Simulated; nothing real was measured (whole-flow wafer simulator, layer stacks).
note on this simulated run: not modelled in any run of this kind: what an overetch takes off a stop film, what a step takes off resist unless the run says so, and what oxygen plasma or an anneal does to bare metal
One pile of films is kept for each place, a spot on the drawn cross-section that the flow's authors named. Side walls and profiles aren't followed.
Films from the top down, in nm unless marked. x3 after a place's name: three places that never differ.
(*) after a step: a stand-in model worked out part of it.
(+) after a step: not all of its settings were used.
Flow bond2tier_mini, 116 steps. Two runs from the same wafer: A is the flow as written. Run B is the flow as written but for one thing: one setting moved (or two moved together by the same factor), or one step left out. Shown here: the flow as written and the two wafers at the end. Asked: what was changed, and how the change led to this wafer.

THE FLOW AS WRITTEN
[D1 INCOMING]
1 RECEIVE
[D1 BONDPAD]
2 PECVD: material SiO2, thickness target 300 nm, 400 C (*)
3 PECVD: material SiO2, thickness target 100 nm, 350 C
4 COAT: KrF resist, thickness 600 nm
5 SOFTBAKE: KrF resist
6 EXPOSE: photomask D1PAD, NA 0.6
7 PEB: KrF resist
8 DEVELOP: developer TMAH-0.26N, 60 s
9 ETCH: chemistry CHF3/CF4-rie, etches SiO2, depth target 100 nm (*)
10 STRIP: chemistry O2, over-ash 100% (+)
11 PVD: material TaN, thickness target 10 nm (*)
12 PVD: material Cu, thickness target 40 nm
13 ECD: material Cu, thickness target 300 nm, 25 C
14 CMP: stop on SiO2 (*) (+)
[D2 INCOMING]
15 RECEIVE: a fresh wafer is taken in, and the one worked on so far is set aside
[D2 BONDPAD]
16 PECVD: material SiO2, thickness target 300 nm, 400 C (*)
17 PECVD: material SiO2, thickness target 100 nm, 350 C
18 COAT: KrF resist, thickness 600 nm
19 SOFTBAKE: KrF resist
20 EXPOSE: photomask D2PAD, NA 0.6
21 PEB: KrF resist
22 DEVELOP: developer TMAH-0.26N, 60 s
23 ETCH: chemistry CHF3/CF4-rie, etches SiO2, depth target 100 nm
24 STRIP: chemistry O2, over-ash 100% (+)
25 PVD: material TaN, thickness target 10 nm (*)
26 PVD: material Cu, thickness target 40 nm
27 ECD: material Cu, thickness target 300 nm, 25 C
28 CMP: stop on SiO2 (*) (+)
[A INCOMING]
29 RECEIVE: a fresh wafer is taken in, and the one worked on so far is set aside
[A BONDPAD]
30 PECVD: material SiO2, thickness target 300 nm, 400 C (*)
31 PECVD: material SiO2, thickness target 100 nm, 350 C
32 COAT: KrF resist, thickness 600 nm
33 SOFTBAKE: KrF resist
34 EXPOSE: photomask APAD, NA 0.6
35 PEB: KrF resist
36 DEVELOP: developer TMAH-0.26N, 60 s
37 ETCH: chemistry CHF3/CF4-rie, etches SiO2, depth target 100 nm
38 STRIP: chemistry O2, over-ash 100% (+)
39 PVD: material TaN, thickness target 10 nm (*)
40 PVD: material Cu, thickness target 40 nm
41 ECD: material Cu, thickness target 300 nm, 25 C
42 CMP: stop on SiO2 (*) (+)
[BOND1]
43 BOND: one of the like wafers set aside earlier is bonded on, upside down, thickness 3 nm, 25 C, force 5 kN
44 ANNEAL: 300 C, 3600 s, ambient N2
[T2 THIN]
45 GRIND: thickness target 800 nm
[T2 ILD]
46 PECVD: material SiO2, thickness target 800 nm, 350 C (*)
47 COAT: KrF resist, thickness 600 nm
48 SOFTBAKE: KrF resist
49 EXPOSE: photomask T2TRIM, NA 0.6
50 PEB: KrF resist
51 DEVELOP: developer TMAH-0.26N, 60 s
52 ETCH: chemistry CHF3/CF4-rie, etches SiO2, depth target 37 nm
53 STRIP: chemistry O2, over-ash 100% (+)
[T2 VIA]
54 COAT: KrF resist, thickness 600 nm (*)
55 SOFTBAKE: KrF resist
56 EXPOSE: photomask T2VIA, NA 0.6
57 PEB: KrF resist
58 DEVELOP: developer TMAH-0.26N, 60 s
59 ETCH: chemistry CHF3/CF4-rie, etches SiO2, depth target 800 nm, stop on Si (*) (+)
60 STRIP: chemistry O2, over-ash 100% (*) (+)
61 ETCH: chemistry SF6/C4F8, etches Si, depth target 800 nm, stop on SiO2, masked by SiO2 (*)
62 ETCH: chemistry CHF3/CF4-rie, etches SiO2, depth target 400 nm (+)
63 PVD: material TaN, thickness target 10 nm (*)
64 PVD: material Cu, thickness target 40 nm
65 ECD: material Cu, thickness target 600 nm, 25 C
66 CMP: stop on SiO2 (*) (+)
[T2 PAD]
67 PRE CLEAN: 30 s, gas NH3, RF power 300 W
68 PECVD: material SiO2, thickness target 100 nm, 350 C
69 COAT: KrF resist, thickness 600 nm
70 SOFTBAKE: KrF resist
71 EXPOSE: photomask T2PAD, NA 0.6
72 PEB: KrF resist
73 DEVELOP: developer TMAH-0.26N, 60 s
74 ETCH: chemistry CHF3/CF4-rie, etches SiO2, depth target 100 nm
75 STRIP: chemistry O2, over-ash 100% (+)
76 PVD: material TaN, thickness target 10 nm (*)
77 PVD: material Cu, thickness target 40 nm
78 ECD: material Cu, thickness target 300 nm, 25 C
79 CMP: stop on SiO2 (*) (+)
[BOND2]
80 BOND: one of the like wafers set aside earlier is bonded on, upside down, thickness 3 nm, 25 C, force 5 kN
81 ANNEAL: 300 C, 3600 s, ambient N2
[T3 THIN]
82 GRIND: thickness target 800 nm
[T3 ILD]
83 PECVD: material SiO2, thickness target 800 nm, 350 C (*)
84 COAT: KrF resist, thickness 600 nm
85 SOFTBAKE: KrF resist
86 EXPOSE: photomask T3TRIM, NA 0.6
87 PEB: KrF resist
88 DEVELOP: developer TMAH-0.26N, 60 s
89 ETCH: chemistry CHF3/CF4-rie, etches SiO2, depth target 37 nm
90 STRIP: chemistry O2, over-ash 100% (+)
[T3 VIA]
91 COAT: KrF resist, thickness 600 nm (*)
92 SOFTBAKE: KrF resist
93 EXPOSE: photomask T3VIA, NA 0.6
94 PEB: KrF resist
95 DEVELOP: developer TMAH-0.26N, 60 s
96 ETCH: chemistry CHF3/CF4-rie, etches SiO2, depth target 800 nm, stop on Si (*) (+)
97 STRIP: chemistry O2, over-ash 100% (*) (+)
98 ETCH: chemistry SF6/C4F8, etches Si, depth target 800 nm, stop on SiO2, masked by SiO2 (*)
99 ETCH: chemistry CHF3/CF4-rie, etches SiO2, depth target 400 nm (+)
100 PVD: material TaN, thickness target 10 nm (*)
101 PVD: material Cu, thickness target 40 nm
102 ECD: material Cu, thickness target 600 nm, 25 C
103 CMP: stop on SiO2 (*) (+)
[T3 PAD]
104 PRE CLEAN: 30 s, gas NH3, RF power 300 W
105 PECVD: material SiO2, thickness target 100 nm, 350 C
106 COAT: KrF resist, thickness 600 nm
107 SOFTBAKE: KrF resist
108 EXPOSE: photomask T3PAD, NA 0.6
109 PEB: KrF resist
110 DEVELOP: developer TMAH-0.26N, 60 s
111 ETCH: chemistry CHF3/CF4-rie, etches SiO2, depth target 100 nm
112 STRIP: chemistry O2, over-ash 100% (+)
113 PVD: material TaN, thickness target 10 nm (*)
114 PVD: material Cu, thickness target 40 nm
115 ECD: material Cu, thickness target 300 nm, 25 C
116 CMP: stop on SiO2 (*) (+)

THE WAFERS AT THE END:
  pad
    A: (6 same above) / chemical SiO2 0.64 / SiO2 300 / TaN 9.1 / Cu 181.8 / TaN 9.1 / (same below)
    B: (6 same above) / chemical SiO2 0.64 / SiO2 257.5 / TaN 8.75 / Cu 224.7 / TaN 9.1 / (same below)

The cause: step 23, ETCH: depth target 142.5 nm was run, where the flow has depth target 100 nm.

How the change led to this, step by step:
  23 ETCH: chemistry CHF3/CF4-rie, etches SiO2, depth target 100 nm
      pad, via: A SiO2 -100 | B SiO2 -142.5
      field: A KrF resist -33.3 | B KrF resist -47.5
  24 STRIP: chemistry O2, over-ash 100% (+)
      field: A KrF resist -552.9 (all of it) | B KrF resist -538.8 (all of it)
  26 PVD: material Cu, thickness target 40 nm
      pad: A Cu +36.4 (new film) | B Cu +35 (new film)
  27 ECD: material Cu, thickness target 300 nm, 25 C
      pad: A Cu +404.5 | B Cu +448.8
      via: A Cu +400.2 | B Cu +443
  80 BOND: one of the like wafers set aside earlier is bonded on, upside down, thickness 3 nm, 25 C, force 5 kN
      pad: A Si +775 um (new film), chemical SiO2 +0.64 (new film), SiO2 +300 (new film), TaN +9.1 (new film), Cu +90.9 | B Si +775 um (new film), chemical SiO2 +0.64 (new film), SiO2 +257.5 (new film), TaN +8.75 (new film), Cu +133.8
